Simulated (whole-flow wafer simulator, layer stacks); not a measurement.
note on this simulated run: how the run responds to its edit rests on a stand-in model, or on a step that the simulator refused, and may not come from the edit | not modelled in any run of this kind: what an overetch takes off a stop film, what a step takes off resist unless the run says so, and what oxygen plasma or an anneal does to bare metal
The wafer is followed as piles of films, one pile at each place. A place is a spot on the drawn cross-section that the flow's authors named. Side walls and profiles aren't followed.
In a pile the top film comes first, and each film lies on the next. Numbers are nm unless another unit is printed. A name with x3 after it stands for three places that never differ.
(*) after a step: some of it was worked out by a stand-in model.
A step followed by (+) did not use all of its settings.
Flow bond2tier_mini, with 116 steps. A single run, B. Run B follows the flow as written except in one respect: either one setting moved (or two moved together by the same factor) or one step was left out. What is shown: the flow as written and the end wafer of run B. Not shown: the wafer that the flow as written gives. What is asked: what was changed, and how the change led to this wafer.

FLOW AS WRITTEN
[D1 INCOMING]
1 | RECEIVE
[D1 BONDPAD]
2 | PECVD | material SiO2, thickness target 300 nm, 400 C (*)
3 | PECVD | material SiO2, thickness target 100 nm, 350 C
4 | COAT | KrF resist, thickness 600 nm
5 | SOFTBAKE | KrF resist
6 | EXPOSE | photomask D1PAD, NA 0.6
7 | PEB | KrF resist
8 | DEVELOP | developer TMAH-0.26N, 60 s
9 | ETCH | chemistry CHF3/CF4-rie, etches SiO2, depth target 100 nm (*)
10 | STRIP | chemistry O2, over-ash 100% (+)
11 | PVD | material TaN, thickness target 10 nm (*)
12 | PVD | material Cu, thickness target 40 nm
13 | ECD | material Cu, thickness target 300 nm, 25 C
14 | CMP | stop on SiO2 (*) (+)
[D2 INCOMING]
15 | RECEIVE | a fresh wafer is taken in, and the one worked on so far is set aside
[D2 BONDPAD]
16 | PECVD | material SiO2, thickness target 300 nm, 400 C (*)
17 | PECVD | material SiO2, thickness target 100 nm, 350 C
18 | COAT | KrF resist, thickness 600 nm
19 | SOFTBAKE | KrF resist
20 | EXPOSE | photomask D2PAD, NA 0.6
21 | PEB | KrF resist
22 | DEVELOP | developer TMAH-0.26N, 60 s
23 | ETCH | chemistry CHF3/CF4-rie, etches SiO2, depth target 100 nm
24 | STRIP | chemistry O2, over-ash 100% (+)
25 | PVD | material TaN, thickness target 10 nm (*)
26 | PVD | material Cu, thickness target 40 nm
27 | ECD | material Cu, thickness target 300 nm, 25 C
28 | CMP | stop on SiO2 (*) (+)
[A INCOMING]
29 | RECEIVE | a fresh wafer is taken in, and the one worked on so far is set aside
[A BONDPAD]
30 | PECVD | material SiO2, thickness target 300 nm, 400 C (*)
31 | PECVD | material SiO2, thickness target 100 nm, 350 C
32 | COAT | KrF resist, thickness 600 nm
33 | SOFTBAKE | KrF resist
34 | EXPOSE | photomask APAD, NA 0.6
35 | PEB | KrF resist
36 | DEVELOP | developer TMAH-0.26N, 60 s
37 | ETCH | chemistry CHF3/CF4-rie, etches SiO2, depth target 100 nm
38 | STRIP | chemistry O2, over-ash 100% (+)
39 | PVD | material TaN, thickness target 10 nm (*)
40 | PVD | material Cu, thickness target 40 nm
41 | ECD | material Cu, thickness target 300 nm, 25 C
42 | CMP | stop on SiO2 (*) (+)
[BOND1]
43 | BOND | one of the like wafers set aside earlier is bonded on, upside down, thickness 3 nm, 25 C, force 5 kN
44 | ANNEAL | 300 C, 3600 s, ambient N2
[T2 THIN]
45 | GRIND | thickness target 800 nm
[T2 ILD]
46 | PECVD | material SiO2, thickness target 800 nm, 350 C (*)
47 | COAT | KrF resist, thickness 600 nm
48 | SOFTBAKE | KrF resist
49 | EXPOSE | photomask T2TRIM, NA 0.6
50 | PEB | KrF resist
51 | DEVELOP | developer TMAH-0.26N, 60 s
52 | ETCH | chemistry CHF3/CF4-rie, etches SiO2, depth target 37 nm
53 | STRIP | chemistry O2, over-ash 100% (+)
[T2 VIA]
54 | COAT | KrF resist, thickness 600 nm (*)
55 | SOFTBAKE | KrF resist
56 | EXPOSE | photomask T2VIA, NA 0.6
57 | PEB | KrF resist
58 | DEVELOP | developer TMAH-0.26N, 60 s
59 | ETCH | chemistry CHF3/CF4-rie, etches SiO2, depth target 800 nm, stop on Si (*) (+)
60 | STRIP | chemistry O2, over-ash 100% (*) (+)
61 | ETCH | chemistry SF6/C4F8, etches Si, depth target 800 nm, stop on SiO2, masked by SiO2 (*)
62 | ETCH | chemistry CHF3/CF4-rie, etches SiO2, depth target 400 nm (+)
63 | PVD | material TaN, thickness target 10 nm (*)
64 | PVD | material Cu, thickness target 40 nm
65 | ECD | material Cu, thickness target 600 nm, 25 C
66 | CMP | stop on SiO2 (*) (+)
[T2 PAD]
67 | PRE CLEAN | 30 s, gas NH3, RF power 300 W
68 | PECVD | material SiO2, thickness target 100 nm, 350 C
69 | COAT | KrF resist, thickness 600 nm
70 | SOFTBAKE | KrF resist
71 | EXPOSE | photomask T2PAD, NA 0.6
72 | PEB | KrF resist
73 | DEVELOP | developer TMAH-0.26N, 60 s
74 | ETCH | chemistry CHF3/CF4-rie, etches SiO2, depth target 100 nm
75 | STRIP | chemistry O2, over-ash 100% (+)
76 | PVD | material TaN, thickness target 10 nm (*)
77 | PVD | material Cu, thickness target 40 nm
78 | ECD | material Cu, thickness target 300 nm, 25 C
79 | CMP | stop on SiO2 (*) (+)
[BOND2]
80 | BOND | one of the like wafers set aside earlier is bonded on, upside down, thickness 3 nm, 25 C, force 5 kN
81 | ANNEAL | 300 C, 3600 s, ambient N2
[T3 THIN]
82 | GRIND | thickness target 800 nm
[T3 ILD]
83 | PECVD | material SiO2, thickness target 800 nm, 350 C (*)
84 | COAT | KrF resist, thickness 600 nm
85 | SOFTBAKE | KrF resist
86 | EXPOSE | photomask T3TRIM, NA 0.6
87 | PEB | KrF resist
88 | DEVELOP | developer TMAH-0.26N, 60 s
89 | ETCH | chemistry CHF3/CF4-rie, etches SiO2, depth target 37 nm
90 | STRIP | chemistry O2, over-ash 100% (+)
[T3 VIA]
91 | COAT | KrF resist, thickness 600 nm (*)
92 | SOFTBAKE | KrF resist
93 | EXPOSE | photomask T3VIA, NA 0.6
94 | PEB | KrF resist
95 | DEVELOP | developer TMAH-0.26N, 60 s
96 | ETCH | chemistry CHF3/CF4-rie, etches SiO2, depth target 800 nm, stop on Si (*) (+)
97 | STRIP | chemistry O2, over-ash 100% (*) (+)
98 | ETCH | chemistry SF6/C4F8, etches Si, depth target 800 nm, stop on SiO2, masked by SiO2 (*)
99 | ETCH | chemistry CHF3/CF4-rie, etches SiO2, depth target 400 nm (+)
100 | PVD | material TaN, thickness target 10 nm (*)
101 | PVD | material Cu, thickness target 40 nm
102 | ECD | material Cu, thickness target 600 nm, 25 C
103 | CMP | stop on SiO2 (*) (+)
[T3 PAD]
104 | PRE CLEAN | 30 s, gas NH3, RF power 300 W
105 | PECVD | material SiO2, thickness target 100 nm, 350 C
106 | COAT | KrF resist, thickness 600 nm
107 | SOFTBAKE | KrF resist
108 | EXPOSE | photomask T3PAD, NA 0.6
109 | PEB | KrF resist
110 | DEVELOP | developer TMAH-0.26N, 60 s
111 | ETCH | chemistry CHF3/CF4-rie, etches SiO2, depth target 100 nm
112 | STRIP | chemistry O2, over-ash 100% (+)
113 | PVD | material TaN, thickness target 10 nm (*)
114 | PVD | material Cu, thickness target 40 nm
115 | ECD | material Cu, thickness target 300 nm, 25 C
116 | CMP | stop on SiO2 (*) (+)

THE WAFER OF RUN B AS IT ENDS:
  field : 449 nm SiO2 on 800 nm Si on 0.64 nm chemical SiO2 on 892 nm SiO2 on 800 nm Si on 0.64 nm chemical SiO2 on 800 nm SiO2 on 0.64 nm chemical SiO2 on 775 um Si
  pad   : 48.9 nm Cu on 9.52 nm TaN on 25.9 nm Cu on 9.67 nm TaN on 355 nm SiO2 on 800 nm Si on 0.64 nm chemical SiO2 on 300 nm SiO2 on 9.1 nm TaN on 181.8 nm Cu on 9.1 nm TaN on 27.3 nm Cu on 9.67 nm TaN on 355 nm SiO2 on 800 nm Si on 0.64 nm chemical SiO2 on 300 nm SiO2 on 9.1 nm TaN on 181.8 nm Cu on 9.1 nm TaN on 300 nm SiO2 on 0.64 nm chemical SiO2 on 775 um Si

The reason: step 105, PECVD: thickness target 57 nm was run, while the flow as written has thickness target 100 nm.

The path from the change to this, step by step:
  105 | PECVD | material SiO2, thickness target 100 nm, 350 C
      field: +57 SiO2 (in the flow as written it would be: +100 SiO2)
      pad: +57 SiO2 (new film) (in the flow as written it would be: +100 SiO2 (new film))
  111 | ETCH | chemistry CHF3/CF4-rie, etches SiO2, depth target 100 nm
      pad: -57 SiO2 (all of it), -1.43 Cu (in the flow as written it would be: -100 SiO2 (all of it))
      field: -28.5 KrF resist (in the flow as written it would be: -33.3 KrF resist)
  114 | PVD | material Cu, thickness target 40 nm
      pad: +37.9 Cu (new film) (in the flow as written it would be: +36.4 Cu (new film))
  115 | ECD | material Cu, thickness target 300 nm, 25 C
      pad: +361 Cu (in the flow as written it would be: +404.5 Cu)
